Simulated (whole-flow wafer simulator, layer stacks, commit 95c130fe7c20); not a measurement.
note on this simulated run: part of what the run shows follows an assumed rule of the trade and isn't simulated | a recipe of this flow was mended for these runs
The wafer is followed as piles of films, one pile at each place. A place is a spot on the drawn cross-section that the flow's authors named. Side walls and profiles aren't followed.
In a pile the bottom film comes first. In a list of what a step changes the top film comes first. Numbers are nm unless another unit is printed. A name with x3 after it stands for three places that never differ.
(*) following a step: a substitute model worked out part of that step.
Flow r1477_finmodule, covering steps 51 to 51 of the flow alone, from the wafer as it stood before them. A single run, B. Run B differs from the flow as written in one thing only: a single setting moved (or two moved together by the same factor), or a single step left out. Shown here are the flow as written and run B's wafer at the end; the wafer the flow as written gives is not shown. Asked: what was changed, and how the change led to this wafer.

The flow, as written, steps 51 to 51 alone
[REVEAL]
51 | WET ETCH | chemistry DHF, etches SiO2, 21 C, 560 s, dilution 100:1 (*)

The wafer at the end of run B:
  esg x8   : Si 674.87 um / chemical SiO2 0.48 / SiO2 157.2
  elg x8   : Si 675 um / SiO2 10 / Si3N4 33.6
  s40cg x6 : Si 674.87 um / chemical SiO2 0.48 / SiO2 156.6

Cause: step 51, WET ETCH: 25.2 C was run, whereas the flow has 21 C.

Step by step, how the change led to this:
  51 | WET ETCH | chemistry DHF, etches SiO2, 21 C, 560 s, dilution 100:1 (*)
      esg x8, s40cg x6, s40sg x6: SiO2 loses 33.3 (in the flow as written it would be: SiO2 loses 28.1)
      pad x2: SiO2 loses 36 (in the flow as written it would be: SiO2 loses 30.5)
